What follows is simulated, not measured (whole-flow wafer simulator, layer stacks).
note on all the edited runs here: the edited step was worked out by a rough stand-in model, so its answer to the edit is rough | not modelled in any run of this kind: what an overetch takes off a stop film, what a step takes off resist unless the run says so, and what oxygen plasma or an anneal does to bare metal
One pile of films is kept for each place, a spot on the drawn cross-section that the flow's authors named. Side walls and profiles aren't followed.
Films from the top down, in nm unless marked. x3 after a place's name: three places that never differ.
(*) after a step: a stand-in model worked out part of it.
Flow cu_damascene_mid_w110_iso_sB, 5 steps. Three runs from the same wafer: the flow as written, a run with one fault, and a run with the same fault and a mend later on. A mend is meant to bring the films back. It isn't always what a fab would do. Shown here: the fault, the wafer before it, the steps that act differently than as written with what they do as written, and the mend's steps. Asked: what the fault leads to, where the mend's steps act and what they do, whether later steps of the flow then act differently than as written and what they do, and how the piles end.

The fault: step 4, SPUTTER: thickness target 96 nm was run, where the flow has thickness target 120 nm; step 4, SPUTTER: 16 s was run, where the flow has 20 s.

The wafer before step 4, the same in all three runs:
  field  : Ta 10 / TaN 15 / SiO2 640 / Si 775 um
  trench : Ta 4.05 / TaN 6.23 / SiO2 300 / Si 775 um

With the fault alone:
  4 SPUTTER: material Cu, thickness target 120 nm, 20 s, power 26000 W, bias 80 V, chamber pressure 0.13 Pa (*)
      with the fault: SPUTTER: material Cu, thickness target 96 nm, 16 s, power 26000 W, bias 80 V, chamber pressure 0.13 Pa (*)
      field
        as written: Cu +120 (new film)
        with the fault: Cu +96 (new film)
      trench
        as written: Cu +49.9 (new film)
        with the fault: Cu +39.9 (new film)
  Later steps of the flow that act differently than as written:
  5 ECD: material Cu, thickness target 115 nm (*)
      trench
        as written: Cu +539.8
        with the fault: Cu +525.8
  At the end the piles differ from the flow's by more than 2% or 0.5 nm, whichever is larger, at field, trench.
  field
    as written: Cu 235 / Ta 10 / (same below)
    with the fault: Cu 211 / Ta 10 / (same below)
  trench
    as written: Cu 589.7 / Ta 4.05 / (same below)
    with the fault: Cu 565.7 / Ta 4.05 / (same below)

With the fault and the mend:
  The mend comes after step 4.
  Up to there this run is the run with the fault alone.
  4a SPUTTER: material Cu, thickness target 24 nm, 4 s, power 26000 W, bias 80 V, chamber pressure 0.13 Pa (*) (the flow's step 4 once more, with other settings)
      field
        Cu +24
      trench
        Cu +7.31
  No later step of the flow acts differently than as written, at any place that is followed, by more than 2% or 0.5 nm, whichever is larger.
  At the end the piles are the same as the flow's at every place that both follow.
